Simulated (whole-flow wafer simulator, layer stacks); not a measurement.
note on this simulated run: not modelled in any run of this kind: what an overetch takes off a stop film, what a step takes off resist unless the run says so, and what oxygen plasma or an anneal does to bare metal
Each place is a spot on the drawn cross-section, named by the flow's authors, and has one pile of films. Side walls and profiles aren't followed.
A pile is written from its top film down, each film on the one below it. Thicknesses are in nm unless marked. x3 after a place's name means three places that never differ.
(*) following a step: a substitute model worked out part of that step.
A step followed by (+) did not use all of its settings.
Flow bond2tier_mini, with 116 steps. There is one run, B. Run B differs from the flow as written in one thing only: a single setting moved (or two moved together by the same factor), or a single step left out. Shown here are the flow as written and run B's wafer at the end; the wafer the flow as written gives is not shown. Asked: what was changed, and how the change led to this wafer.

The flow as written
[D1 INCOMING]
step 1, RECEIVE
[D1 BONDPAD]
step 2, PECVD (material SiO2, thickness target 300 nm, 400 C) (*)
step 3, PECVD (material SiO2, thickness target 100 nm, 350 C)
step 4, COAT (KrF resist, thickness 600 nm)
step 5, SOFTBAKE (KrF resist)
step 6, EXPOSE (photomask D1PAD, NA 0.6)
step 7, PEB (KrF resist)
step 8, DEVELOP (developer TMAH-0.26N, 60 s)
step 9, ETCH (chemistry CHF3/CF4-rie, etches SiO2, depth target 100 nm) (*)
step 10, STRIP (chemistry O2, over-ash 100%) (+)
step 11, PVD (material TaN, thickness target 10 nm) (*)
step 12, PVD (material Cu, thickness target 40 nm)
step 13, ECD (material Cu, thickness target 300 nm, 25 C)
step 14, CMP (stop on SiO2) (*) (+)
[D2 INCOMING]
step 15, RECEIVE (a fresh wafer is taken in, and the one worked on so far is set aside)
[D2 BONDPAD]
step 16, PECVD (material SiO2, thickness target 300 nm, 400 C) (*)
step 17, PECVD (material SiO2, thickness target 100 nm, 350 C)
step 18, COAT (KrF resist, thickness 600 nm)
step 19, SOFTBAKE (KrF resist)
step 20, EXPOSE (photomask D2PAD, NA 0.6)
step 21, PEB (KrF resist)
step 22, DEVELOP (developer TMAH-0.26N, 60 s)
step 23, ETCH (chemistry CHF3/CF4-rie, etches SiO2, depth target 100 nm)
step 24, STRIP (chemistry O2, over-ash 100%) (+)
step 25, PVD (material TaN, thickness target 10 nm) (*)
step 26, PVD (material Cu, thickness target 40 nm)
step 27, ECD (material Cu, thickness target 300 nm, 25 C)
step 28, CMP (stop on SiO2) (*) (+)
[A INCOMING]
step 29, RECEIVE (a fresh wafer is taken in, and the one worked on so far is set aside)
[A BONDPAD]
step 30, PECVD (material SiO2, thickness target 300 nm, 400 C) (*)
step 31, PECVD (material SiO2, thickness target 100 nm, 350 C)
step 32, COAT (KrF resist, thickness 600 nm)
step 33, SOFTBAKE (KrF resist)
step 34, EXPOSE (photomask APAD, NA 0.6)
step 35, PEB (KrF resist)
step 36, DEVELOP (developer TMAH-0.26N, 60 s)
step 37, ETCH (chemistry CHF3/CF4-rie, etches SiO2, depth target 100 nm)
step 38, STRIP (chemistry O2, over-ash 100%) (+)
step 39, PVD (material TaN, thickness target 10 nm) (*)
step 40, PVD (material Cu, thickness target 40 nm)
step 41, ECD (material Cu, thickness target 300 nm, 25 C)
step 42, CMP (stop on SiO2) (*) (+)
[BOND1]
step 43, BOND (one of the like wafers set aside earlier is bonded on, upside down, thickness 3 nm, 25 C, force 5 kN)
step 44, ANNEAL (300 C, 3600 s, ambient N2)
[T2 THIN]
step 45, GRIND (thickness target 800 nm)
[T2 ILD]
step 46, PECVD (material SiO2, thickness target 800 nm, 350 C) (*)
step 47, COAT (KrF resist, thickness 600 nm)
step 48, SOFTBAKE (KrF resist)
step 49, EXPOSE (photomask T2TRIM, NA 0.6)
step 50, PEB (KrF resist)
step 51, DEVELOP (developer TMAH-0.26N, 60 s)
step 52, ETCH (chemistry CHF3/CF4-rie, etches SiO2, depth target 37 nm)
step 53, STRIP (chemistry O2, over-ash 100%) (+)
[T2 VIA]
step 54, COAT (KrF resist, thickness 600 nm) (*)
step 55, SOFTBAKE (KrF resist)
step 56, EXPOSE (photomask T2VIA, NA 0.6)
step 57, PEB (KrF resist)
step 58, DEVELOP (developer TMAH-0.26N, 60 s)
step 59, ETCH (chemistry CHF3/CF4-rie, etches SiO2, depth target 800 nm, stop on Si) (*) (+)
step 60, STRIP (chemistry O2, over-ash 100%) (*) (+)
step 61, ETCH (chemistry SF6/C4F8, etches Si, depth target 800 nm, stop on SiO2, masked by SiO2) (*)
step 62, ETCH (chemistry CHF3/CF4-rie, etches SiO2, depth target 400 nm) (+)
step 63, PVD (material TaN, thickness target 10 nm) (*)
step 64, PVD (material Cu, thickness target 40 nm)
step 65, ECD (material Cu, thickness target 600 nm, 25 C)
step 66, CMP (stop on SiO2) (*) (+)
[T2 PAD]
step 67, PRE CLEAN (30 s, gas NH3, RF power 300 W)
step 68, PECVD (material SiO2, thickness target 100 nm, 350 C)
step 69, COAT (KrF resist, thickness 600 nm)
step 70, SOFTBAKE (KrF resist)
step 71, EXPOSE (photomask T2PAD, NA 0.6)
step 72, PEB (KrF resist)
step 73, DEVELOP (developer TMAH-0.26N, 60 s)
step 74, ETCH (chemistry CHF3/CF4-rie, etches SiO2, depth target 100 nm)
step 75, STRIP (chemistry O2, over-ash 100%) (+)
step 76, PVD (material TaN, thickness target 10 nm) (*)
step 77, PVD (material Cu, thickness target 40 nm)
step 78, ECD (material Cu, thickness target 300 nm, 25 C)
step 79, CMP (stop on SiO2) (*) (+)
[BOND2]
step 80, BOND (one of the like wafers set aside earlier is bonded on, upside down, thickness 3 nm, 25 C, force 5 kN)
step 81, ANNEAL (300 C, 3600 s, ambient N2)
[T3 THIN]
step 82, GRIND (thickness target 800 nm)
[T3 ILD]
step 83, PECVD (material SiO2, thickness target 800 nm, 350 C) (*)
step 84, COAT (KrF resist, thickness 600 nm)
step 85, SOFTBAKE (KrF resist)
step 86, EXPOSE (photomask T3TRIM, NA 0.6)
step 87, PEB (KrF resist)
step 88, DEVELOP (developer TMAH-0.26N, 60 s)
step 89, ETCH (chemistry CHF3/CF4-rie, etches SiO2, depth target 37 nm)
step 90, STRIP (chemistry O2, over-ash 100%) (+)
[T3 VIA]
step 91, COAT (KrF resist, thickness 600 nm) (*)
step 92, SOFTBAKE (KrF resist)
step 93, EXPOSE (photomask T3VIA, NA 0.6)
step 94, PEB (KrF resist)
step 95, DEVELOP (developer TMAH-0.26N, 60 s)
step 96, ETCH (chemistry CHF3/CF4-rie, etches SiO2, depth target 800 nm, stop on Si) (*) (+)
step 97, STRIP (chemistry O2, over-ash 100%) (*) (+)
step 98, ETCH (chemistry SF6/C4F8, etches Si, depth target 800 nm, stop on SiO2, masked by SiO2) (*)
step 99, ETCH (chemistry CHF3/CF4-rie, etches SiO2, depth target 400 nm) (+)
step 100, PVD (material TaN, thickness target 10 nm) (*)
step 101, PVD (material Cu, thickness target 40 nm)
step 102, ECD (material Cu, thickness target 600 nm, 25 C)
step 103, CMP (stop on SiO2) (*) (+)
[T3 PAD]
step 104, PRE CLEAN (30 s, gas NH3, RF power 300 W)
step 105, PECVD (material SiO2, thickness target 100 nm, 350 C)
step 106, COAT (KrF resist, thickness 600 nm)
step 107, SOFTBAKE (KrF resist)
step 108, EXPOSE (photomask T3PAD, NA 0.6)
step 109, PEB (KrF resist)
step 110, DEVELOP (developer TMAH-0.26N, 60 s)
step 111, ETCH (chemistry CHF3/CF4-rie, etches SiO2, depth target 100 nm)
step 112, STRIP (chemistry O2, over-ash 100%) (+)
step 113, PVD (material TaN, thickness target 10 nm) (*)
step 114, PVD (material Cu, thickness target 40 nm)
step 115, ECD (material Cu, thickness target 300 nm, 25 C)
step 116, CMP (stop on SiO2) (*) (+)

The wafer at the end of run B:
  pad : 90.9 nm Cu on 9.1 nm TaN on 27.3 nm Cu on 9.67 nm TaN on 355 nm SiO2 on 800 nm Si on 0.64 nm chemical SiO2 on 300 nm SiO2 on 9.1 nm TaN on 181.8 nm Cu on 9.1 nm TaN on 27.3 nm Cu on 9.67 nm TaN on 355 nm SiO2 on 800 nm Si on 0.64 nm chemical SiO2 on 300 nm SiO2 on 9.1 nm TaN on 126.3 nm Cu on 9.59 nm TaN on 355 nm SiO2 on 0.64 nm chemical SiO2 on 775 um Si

The reason: step 37, ETCH: depth target 45 nm was run, though the flow has depth target 100 nm.

How this came from the change, step by step:
  step 37, ETCH (chemistry CHF3/CF4-rie, etches SiO2, depth target 100 nm)
      pad, via: -45 SiO2 (it would be, as written: -100 SiO2)
      field: -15 KrF resist (it would be, as written: -33.3 KrF resist)
  step 38, STRIP (chemistry O2, over-ash 100%) (+)
      field: -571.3 KrF resist (all of it) (it would be, as written: -552.9 KrF resist (all of it))
  step 40, PVD (material Cu, thickness target 40 nm)
      pad: +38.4 Cu (new film) (it would be, as written: +36.4 Cu (new film))
  step 41, ECD (material Cu, thickness target 300 nm, 25 C)
      pad: +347 Cu (it would be, as written: +404.5 Cu)
      via: +345 Cu (it would be, as written: +400.2 Cu)
